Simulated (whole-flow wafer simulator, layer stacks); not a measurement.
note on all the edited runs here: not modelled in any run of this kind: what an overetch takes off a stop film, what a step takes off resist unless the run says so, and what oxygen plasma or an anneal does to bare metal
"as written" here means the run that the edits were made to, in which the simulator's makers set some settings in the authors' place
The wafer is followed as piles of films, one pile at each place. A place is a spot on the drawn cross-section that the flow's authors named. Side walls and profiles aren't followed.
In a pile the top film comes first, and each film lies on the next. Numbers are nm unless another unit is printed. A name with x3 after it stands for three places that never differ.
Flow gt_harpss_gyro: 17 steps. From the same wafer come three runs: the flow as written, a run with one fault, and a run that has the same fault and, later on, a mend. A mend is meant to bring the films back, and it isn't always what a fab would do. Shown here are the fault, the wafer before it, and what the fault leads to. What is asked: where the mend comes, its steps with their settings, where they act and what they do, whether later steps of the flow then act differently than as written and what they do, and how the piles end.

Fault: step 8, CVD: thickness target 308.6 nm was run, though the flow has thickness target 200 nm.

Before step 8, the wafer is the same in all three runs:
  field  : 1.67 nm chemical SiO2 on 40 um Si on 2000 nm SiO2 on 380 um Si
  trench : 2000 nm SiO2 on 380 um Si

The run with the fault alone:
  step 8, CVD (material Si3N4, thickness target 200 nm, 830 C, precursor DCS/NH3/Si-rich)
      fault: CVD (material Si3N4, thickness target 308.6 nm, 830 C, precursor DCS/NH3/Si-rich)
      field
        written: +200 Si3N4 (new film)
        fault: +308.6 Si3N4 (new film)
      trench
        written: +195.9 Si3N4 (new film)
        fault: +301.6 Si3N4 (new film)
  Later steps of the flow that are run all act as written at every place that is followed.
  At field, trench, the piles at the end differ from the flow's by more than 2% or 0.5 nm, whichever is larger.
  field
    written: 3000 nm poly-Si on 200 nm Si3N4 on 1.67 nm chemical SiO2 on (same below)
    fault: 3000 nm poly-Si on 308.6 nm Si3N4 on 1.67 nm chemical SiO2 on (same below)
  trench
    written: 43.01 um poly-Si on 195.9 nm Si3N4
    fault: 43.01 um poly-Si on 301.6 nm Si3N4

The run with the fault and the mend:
  The mend follows step 8.
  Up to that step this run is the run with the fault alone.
  step 8a, ETCH (chemistry h3po4, depth target 107.6 nm)
      field, trench
        -107.6 Si3N4
  Later steps of the flow that are run all act as written at every place that is followed.
  The piles end only slightly different from the flow's at the places that both follow, by no more than 2% or 0.5 nm, whichever is larger.
